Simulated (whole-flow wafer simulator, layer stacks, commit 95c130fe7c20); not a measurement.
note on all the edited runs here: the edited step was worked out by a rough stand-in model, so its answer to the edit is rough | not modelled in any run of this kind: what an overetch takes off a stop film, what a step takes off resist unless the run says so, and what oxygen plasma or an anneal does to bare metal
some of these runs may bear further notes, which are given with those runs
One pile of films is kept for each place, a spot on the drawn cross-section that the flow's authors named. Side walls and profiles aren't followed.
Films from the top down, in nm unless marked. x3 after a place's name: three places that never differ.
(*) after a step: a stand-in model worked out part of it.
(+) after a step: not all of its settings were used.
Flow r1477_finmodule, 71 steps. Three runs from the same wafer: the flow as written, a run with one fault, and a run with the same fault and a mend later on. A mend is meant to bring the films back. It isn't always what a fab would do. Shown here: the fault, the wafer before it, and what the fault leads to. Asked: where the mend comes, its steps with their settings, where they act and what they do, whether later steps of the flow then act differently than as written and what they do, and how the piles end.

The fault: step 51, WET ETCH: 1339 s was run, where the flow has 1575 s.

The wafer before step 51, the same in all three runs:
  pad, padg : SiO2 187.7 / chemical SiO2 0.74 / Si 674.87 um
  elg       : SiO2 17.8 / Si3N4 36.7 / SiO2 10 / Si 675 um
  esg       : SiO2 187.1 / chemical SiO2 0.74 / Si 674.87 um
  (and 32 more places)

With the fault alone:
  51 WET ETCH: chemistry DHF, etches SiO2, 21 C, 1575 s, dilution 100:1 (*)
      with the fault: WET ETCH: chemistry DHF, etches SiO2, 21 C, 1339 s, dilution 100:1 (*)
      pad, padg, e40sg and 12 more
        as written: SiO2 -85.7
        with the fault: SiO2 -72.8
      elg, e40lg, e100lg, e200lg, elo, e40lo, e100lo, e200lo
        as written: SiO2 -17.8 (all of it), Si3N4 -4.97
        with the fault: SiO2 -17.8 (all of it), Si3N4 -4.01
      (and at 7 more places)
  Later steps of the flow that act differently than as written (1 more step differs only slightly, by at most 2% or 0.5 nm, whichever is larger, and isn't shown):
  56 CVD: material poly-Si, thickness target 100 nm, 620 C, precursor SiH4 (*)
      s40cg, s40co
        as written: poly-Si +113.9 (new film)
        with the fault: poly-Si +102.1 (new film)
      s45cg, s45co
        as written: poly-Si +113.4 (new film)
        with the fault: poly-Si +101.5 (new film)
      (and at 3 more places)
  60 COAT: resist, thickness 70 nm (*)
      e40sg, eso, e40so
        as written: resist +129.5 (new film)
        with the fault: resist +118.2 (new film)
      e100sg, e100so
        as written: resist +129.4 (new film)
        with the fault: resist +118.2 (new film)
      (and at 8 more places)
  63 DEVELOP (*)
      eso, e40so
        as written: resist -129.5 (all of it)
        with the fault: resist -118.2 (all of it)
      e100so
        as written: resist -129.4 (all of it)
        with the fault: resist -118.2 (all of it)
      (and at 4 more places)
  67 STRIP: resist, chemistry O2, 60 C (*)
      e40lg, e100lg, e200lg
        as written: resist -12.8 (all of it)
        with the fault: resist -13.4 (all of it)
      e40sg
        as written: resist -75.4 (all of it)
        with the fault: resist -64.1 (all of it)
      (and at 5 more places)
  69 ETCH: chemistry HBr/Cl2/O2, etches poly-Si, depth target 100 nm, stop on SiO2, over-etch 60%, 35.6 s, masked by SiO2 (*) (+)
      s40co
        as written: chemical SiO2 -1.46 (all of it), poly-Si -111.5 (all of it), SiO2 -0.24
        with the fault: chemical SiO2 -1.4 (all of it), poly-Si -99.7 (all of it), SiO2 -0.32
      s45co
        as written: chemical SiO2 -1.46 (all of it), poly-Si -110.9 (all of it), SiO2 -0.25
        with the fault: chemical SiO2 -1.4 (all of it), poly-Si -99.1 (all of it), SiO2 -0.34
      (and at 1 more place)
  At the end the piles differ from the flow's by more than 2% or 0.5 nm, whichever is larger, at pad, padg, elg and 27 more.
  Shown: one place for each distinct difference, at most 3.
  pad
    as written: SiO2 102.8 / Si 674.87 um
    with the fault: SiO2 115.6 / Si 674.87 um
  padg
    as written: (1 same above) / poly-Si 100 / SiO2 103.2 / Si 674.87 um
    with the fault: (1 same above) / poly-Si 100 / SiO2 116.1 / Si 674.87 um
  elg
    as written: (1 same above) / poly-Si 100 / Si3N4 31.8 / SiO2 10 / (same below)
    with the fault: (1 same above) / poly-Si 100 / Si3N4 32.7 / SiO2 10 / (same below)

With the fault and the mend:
  The mend comes after step 51.
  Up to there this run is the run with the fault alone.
  51a WET ETCH: chemistry DHF, etches SiO2, 21 C, 236 s, dilution 100:1 (*) (the flow's step 51 once more, with other settings)
      pad, padg, e40sg and 12 more
        SiO2 -12.8
      elg, e40lg, e100lg, e200lg, elo, e40lo, e100lo, e200lo
        Si3N4 -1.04
      esg, s40cg, s45cg, s50cg, s40co, s45co, s50co
        SiO2 -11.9
  No later step of the flow acts differently than as written, at any place that is followed, by more than 2% or 0.5 nm, whichever is larger.
  At the end the piles differ from the flow's only slightly at the places that both follow, by at most 2% or 0.5 nm, whichever is larger.
